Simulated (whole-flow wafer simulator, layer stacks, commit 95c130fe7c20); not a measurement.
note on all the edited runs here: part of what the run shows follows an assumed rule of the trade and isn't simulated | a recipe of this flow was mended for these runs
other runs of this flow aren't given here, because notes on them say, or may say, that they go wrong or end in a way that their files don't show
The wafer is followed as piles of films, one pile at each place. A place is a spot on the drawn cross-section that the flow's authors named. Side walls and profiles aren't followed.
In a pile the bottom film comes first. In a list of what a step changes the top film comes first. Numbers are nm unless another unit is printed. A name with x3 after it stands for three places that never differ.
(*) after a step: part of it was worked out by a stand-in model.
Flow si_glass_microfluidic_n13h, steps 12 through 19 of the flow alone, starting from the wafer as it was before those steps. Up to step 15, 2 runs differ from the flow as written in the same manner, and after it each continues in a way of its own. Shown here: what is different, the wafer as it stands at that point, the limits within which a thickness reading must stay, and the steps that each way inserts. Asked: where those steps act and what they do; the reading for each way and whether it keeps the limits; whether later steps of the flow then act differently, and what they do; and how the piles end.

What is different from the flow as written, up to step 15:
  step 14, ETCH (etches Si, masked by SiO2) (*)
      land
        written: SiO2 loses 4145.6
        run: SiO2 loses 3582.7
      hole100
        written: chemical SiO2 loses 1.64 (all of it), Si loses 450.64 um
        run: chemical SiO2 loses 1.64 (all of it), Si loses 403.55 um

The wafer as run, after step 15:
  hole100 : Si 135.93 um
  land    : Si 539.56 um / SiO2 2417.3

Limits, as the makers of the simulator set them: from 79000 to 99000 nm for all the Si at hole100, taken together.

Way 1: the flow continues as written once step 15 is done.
  The reading taken after step 15 is 135931.9 nm, which is outside the limits.
  Later steps of the flow acting differently than as written:
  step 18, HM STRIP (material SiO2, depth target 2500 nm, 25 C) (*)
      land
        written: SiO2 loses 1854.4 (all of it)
        way: SiO2 loses 2417.3 (all of it)
  By the end, the piles at hole100 depart from the flow's by more than 2% or 0.5 nm, whichever is larger.
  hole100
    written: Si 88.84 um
    way: Si 135.93 um

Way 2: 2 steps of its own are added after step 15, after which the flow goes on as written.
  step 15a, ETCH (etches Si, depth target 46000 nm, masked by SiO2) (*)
      land
        SiO2 loses 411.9
      hole100
        Si loses 46 um
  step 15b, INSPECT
      alters no film at any place that is followed
  The reading taken after step 15b is 89931.9 nm, which is within the limits.
  Later steps of the flow acting differently than as written:
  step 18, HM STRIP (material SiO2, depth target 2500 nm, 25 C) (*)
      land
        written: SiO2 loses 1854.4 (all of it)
        way: SiO2 loses 2005.3 (all of it)
  The piles end only slightly different from the flow's at the places that both follow, by no more than 2% or 0.5 nm, whichever is larger.

Inside the limits: way 2. Outside the limits: way 1.
